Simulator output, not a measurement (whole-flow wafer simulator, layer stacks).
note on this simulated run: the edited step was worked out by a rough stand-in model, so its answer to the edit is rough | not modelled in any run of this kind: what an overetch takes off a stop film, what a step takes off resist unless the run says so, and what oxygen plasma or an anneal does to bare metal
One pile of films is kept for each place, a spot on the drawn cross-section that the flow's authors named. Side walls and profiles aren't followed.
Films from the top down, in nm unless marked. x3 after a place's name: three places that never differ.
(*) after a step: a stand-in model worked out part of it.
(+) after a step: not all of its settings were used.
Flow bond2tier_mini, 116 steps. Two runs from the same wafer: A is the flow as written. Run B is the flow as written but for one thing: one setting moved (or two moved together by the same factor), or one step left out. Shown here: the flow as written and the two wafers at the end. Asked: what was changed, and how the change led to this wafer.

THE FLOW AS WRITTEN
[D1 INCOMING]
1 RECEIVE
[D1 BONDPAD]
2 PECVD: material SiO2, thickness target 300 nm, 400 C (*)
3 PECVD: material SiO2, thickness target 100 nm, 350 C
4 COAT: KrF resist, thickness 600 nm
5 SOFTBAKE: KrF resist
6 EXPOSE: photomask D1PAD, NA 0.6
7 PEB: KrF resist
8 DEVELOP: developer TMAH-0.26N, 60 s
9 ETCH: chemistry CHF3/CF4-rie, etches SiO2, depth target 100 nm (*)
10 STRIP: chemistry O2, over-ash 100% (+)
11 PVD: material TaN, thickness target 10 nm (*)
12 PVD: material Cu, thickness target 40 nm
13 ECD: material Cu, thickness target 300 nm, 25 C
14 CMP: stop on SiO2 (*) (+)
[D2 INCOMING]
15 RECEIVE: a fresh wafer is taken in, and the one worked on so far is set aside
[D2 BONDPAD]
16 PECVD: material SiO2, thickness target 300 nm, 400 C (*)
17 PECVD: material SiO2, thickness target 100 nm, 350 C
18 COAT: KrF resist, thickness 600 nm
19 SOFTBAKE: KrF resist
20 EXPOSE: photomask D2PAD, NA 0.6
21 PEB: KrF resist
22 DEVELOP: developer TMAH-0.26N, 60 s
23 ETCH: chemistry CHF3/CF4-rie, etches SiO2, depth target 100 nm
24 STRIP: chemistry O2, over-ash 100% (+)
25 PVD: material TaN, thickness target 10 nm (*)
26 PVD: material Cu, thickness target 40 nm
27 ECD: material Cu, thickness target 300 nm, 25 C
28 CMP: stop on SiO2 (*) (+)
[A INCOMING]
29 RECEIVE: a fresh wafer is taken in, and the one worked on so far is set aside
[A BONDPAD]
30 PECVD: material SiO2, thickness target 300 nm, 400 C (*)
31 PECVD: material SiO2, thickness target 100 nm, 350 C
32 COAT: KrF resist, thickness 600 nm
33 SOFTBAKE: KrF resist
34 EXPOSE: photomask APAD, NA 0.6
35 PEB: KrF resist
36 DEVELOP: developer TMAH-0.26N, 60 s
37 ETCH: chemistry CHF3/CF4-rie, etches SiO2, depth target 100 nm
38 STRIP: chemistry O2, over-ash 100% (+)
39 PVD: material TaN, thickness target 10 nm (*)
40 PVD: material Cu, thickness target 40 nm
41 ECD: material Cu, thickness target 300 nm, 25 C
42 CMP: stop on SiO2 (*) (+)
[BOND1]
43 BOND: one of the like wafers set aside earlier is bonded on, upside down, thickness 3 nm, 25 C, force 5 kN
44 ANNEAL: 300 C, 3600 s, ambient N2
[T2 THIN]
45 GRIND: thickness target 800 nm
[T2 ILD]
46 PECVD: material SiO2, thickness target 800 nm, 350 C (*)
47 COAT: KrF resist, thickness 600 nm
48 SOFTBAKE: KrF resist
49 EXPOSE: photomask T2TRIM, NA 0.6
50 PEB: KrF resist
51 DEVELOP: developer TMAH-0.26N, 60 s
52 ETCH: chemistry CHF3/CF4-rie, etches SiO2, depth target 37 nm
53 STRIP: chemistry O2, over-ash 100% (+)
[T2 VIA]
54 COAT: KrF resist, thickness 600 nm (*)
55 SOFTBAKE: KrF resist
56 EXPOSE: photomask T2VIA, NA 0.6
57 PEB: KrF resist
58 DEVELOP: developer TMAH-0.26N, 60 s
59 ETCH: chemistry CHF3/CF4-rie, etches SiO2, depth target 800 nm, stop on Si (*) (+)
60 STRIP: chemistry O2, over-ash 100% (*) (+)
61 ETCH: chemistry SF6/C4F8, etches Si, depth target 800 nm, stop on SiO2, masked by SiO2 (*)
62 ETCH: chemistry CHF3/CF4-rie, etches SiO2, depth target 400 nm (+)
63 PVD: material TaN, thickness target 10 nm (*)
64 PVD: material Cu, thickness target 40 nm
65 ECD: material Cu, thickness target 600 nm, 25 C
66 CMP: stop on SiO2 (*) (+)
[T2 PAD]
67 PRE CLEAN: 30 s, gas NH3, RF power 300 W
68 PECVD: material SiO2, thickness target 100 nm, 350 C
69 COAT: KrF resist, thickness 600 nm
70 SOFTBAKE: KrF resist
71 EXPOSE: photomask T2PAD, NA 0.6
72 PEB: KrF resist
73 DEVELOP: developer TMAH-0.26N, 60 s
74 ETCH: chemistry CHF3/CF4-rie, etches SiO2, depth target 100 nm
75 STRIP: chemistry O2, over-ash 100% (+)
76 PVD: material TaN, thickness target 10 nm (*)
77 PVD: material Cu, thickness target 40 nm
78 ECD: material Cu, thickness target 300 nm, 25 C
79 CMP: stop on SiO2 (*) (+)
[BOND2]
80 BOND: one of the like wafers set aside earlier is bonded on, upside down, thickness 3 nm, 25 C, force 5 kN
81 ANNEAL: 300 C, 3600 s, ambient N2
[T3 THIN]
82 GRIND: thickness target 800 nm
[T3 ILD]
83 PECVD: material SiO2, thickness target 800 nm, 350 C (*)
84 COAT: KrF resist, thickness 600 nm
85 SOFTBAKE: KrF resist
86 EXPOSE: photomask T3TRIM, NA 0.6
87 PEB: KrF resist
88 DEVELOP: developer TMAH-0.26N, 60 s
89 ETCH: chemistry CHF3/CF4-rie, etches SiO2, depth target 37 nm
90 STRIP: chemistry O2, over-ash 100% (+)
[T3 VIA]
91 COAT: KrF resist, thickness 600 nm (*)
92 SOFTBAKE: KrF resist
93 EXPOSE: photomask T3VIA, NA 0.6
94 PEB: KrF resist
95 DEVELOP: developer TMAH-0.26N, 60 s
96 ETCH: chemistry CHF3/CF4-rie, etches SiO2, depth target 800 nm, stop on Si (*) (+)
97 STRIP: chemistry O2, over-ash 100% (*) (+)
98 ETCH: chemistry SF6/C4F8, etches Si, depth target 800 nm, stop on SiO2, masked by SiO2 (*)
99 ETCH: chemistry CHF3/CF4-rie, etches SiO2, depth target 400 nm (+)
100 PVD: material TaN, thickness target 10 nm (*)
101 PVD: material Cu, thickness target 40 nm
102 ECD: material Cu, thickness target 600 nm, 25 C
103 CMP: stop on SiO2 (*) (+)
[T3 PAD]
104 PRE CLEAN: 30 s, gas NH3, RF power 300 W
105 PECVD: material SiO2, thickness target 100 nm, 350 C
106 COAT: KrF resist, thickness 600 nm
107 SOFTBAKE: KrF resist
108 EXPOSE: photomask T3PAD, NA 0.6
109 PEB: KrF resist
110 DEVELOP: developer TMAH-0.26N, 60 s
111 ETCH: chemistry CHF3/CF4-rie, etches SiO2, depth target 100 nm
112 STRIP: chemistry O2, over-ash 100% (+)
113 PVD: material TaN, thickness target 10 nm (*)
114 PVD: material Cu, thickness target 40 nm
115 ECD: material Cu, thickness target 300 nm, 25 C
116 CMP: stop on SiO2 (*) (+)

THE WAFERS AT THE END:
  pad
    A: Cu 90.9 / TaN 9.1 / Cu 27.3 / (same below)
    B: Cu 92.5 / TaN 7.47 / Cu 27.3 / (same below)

The cause: step 113, PVD: thickness target 8.2 nm was run, where the flow has thickness target 10 nm.

How the change led to this, step by step:
  113 PVD: material TaN, thickness target 10 nm (*)
      field: A TaN +10 (new film) | B TaN +8.2 (new film)
      pad: A TaN +9.1 (new film) | B TaN +7.47 (new film)
  116 CMP: stop on SiO2 (*) (+)
      field: A Cu -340 (all of it), TaN -10 (all of it) | B Cu -340 (all of it), TaN -8.2 (all of it)
